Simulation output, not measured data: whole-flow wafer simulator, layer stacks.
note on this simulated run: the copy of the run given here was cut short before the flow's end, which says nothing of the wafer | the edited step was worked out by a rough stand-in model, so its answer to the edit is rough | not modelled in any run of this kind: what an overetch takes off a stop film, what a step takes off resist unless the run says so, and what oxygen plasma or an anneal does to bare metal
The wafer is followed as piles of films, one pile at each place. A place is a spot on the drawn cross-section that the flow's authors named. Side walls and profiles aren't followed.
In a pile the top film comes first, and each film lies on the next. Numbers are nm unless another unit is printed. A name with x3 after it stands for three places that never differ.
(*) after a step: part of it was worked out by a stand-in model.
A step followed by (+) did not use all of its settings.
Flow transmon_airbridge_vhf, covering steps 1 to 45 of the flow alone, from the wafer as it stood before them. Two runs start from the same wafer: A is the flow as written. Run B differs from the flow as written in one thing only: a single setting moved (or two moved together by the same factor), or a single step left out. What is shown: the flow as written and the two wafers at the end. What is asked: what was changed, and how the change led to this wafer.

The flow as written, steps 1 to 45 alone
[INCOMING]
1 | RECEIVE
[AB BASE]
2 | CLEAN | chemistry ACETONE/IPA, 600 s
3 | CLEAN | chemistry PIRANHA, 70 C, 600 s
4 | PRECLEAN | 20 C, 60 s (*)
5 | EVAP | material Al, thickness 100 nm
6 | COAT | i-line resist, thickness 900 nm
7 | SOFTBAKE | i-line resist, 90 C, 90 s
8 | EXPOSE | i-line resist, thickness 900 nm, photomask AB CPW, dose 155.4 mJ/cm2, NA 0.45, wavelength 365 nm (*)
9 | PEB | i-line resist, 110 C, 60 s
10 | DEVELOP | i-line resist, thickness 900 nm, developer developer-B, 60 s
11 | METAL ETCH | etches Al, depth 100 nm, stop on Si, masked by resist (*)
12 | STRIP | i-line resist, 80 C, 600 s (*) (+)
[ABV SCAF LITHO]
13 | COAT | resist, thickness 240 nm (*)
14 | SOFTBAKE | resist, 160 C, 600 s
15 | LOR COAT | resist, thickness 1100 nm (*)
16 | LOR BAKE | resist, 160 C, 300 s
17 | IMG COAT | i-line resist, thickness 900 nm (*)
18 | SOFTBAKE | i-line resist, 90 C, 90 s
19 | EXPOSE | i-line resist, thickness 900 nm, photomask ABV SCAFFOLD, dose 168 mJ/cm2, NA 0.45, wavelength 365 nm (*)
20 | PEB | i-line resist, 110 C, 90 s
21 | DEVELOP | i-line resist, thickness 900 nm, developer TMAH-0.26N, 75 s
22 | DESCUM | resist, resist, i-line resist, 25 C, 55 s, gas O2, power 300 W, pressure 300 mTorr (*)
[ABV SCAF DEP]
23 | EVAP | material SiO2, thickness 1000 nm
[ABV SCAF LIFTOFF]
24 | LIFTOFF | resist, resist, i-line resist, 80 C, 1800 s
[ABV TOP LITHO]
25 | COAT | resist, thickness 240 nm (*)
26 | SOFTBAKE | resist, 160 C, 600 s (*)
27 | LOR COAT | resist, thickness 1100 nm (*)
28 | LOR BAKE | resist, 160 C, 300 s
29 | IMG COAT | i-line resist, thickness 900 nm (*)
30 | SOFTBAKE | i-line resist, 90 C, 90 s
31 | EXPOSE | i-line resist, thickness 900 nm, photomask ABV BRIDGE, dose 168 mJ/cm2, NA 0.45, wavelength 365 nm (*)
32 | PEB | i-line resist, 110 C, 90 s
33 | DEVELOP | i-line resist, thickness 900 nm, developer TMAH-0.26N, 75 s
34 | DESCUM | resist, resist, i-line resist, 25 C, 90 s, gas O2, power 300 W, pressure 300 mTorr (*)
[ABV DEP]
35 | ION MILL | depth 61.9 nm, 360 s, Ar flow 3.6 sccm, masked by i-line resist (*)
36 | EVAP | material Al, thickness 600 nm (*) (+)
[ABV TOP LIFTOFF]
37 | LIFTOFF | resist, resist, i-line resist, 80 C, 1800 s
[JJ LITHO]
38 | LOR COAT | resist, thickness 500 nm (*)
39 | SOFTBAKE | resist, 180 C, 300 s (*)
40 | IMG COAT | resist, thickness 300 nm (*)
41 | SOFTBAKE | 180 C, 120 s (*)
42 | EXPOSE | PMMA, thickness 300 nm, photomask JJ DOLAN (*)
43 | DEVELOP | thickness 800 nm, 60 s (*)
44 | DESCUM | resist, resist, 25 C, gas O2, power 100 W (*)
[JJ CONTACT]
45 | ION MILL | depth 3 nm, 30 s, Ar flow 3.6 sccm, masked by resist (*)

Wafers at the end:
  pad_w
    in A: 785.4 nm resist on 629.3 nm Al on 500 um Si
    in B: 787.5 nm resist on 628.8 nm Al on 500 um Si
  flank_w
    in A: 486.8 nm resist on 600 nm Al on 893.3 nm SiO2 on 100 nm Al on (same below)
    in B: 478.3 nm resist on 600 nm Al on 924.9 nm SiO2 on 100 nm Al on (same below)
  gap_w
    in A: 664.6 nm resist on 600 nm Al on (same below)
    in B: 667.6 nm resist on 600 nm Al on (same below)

The reason: step 15, LOR COAT: thickness 440 nm was run, whereas the flow has thickness 1100 nm.

The path from the change to this, step by step:
  15 | LOR COAT | resist, thickness 1100 nm (*)
      field x3, jj_line, trace_open_s x2, margin_s, bridge_strip, margin_n: A +1100 resist | B +440 resist
      pad_w, pad_e: A +1090.9 resist | B +434.8 resist
      (also at 6 further places)
  21 | DEVELOP | i-line resist, thickness 900 nm, developer TMAH-0.26N, 75 s
      margin_s, bridge_strip, margin_n: A -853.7 i-line resist (all of it), -1100 resist | B -853.7 i-line resist (all of it), -440 resist
      flank_w, flank_e: A -860.9 i-line resist (all of it), -1086.4 resist | B -857.3 i-line resist (all of it), -429.9 resist
      (also at 3 further places)
  23 | EVAP | material SiO2, thickness 1000 nm
      flank_w, flank_e: A +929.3 SiO2 (new film) | B +960.9 SiO2 (new film)
  24 | LIFTOFF | resist, resist, i-line resist, 80 C, 1800 s
      field x3, jj_line, trace_open_s x2: A -1000 SiO2 (all of it), -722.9 i-line resist (all of it), -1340 resist (all of it) | B -1000 SiO2 (all of it), -722.9 i-line resist (all of it), -680 resist (all of it)
      pad_w, pad_e: A -1000 SiO2 (all of it), -718 i-line resist (all of it), -1330.2 resist (all of it) | B -1000 SiO2 (all of it), -715.2 i-line resist (all of it), -674.1 resist (all of it)
      (also at 1 further place)
  25 | COAT | resist, thickness 240 nm (*)
      flank_w, flank_e: A +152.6 resist (new film) | B +147.2 resist (new film)
  34 | DESCUM | resist, resist, i-line resist, 25 C, 90 s, gas O2, power 300 W, pressure 300 mTorr (*)
      flank_w, flank_e: A -152.6 resist (all of it) | B -147.2 resist (all of it)
  40 | IMG COAT | resist, thickness 300 nm (*)
      flank_w, flank_e: A +212.1 resist | B +204.8 resist
